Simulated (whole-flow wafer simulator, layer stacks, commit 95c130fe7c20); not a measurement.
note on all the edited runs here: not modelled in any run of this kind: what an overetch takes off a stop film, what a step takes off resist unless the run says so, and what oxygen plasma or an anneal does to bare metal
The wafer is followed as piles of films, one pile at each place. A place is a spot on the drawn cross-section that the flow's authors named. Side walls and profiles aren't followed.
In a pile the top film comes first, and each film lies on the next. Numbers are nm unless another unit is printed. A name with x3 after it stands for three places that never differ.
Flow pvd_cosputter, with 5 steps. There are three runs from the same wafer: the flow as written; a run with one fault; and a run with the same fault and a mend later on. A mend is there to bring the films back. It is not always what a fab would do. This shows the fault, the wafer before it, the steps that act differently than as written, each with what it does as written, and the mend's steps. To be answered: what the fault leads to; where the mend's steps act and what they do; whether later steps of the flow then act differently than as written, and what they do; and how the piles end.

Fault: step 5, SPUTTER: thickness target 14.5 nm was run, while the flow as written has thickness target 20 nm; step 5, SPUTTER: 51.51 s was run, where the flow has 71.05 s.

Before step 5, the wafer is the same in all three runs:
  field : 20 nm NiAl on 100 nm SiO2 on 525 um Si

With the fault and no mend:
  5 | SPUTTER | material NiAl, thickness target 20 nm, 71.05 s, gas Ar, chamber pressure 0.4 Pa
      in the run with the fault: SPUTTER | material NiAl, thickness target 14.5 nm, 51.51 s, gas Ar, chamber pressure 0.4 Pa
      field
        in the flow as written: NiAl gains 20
        in the run with the fault: NiAl gains 14.5
  Later steps of the flow that are run all act as written at every place that is followed.
  At field, the piles at the end differ from the flow's by more than 2% or 0.5 nm, whichever is larger.
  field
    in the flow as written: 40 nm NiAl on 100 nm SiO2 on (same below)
    in the run with the fault: 34.5 nm NiAl on 100 nm SiO2 on (same below)

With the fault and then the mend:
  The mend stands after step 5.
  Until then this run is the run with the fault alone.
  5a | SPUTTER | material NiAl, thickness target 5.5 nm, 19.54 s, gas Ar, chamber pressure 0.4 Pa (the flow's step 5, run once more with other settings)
      field
        NiAl gains 5.5
  Later steps of the flow that are run all act as written at every place that is followed.
  The piles end the same as the flow's at every place that both follow.
